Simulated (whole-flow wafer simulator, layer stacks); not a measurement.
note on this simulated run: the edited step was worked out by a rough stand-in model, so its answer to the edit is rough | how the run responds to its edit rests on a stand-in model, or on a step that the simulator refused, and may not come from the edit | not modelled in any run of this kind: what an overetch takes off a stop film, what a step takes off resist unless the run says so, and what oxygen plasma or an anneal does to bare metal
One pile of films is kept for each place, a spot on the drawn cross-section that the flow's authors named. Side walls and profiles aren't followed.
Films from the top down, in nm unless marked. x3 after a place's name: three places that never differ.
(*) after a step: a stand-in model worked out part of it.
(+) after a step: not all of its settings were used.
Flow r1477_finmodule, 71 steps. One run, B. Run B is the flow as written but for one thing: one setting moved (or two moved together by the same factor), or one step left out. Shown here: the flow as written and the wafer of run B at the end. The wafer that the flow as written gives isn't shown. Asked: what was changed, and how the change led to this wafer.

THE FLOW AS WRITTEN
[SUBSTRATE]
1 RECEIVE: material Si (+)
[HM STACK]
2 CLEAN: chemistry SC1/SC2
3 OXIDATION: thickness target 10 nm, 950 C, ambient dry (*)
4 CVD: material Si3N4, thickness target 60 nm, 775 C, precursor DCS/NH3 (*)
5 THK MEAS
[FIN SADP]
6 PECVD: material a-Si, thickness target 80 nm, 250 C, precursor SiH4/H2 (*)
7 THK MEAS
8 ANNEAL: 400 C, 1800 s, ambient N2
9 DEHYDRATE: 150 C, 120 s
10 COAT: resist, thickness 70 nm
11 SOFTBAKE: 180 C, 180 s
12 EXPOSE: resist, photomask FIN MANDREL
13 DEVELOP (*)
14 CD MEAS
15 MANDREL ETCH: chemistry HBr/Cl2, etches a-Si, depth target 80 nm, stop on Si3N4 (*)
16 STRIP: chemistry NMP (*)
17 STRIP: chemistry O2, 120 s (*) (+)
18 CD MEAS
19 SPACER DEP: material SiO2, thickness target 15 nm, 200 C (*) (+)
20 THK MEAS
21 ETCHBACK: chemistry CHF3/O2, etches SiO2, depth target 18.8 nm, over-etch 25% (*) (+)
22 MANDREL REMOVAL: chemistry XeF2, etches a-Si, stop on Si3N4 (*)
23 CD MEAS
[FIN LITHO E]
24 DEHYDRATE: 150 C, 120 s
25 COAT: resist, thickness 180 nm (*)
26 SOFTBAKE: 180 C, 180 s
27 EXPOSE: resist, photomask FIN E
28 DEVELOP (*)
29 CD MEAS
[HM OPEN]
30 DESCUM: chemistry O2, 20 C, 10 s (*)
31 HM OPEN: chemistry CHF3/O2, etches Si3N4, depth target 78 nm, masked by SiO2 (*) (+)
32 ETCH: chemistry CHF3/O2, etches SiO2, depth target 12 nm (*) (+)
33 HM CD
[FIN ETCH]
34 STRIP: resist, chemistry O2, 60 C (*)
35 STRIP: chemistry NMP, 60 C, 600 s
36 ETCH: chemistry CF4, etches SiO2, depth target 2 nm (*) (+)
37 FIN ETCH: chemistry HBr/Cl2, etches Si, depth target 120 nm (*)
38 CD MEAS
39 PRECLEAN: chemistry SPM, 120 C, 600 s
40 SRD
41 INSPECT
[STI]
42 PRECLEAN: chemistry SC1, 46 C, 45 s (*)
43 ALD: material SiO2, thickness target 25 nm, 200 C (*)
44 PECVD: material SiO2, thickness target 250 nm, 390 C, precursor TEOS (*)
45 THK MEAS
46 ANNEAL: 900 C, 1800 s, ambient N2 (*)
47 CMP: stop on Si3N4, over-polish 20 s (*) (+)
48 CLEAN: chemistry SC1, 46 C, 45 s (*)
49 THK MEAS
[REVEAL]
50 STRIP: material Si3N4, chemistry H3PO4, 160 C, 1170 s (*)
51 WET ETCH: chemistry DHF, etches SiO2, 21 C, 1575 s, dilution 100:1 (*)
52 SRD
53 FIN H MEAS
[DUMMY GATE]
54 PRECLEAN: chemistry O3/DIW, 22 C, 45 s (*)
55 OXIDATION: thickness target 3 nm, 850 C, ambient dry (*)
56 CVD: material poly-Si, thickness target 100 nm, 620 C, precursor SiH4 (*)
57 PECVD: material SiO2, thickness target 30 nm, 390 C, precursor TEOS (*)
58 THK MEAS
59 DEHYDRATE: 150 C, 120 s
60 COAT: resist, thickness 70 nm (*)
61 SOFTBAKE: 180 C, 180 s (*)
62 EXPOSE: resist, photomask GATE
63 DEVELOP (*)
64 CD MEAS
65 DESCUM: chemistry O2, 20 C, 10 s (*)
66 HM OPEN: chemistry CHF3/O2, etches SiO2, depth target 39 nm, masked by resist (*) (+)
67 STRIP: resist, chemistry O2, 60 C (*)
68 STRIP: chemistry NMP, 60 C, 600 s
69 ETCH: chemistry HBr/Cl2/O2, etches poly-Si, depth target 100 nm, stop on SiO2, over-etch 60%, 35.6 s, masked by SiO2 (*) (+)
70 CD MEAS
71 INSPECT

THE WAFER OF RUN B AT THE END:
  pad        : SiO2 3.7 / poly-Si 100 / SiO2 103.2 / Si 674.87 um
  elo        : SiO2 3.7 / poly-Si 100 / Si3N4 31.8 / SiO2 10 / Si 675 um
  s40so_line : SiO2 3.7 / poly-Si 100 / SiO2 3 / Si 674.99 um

The cause: step 57, PECVD: thickness target 48 nm was run, where the flow has thickness target 30 nm.

How the change led to this, step by step:
  57 PECVD: material SiO2, thickness target 30 nm, 390 C, precursor TEOS (*)
      pad, padg, elg and 33 more: SiO2 +48 (new film) (as written it would be: SiO2 +30 (new film))
  66 HM OPEN: chemistry CHF3/O2, etches SiO2, depth target 39 nm, masked by resist (*) (+)
      pad, elo, eso and 15 more: SiO2 -39 (as written it would be: SiO2 -30 (all of it), poly-Si -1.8)
  67 STRIP: resist, chemistry O2, 60 C (*)
      pad, elo, eso and 15 more: nothing (as written it would be: chemical SiO2 +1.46 (new film), poly-Si -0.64)
  69 ETCH: chemistry HBr/Cl2/O2, etches poly-Si, depth target 100 nm, stop on SiO2, over-etch 60%, 35.6 s, masked by SiO2 (*) (+)
      pad, eso, e40so and 8 more: SiO2 -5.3 (as written it would be: chemical SiO2 -1.46 (all of it), poly-Si -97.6 (all of it), SiO2 -0.42)
      elo, e40lo, e100lo, e200lo: SiO2 -5.3 (as written it would be: chemical SiO2 -1.46 (all of it), poly-Si -97.6 (all of it), Si3N4 -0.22)
      (and at 3 more places)
